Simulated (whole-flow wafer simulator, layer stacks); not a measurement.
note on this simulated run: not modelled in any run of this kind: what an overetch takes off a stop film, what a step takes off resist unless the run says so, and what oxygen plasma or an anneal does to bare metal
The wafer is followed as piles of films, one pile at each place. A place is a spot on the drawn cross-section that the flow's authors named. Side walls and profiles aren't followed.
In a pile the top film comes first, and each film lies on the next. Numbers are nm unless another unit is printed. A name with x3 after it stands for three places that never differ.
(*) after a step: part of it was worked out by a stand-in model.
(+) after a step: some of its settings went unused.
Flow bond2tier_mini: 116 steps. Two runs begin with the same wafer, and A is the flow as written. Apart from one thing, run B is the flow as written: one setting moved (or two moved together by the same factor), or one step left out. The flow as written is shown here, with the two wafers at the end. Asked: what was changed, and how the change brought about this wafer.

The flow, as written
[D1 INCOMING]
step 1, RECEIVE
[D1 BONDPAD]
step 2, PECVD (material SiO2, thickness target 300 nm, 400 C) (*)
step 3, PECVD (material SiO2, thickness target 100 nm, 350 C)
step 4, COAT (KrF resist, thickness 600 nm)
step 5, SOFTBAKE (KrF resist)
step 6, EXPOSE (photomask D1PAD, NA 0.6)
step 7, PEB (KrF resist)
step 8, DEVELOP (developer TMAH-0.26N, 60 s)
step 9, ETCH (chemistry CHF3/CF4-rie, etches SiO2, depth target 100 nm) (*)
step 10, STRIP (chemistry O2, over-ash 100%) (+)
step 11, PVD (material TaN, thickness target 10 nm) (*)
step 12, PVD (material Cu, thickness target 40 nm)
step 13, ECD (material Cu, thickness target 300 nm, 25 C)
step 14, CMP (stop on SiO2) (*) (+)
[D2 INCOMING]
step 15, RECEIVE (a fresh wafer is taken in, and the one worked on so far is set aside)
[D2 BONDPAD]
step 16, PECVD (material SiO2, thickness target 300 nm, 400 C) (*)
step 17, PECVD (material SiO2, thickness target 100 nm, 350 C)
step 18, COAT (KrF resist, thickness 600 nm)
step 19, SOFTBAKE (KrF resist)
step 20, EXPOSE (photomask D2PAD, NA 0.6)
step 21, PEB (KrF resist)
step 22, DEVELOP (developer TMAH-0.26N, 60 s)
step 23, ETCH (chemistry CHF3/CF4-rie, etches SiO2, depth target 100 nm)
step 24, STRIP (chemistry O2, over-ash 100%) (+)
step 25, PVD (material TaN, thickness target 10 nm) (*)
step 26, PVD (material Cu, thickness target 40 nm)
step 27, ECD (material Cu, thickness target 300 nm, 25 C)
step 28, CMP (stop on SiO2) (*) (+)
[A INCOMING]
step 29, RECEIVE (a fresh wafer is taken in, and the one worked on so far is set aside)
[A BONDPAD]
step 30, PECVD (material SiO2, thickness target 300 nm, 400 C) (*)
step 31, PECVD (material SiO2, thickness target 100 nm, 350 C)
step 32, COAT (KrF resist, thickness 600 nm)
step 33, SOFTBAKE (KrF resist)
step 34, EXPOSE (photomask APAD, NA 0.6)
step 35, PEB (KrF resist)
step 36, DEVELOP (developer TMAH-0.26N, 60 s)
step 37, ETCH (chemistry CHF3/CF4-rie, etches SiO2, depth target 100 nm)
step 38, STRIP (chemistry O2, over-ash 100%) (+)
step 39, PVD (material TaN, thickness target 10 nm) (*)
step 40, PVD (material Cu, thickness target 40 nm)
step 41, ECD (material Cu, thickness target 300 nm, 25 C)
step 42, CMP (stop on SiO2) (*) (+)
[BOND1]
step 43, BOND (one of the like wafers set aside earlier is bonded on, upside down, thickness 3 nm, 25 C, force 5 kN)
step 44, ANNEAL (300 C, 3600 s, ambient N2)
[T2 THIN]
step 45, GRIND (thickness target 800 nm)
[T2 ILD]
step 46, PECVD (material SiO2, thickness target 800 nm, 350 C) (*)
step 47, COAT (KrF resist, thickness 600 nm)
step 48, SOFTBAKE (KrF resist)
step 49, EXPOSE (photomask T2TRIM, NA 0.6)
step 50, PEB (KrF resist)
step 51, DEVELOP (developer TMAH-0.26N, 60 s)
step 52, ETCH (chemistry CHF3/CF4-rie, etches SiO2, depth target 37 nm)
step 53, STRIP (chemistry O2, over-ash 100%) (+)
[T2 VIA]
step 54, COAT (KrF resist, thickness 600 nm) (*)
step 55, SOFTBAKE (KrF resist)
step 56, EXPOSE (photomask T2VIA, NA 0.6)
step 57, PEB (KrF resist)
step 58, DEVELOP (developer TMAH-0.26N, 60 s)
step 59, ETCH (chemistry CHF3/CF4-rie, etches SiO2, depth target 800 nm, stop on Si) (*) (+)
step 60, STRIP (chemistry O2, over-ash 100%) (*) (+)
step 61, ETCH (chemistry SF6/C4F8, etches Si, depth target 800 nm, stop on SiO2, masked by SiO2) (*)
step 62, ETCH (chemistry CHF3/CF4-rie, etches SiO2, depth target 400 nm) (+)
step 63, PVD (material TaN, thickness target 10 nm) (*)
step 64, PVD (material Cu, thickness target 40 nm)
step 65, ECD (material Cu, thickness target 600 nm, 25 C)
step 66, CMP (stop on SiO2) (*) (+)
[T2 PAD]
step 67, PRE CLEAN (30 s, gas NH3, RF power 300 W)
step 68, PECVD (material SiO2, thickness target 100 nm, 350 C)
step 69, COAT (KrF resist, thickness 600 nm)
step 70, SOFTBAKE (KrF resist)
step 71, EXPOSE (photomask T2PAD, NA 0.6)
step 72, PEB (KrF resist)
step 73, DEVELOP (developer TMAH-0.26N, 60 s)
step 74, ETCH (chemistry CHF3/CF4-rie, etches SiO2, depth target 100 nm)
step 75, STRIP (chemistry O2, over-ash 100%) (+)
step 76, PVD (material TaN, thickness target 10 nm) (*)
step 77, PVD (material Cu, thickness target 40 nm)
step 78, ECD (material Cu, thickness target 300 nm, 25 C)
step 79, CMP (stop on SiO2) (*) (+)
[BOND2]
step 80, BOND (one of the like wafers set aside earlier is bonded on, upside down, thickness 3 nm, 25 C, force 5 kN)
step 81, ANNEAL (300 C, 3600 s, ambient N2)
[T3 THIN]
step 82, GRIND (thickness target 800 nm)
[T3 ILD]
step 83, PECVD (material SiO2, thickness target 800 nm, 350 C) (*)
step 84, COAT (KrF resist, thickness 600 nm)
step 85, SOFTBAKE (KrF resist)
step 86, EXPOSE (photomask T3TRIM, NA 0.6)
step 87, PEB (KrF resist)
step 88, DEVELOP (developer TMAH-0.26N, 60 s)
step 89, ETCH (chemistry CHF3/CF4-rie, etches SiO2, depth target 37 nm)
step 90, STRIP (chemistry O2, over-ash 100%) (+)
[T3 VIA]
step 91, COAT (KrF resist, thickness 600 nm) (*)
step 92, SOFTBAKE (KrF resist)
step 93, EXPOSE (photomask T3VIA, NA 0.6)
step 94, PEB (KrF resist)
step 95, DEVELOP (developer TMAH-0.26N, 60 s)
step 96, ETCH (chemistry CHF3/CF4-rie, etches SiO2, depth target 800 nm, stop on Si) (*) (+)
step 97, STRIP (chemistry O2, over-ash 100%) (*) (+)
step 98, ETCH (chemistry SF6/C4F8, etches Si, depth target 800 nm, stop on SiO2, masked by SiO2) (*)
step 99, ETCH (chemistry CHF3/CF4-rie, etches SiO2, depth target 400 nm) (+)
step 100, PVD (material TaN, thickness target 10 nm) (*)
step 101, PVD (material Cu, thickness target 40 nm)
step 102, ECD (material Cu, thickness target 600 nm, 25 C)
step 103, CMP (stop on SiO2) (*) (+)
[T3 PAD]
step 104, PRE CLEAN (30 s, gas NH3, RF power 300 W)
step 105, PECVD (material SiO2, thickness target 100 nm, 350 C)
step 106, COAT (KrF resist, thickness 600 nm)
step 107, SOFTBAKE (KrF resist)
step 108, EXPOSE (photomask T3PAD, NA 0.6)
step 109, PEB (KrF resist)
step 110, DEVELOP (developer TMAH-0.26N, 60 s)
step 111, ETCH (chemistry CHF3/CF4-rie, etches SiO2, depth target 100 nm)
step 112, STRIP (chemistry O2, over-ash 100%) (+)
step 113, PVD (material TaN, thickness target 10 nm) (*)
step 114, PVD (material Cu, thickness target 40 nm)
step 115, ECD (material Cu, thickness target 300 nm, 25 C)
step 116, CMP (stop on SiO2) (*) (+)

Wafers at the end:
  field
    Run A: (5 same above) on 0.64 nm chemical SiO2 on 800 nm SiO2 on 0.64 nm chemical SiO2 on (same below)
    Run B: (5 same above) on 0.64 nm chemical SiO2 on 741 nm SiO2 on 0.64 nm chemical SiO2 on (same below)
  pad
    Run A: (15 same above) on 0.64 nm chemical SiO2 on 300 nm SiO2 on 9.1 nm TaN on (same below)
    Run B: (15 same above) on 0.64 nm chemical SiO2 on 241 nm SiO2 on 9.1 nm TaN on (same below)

The reason: step 3, PECVD: thickness target 41 nm was run, though the flow has thickness target 100 nm.

How this came from the change, step by step:
  step 3, PECVD (material SiO2, thickness target 100 nm, 350 C)
      field, pad, via: A SiO2 gains 100 | B SiO2 gains 41
  step 43, BOND (one of the like wafers set aside earlier is bonded on, upside down, thickness 3 nm, 25 C, force 5 kN)
      field: A Si gains 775 um (new film), chemical SiO2 gains 0.64 (new film), SiO2 gains 400 | B Si gains 775 um (new film), chemical SiO2 gains 0.64 (new film), SiO2 gains 341
      pad: A Si gains 775 um (new film), chemical SiO2 gains 0.64 (new film), SiO2 gains 300 (new film), TaN gains 9.1 (new film), Cu gains 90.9 | B Si gains 775 um (new film), chemical SiO2 gains 0.64 (new film), SiO2 gains 241 (new film), TaN gains 9.1 (new film), Cu gains 90.9
      (also at 1 further place)
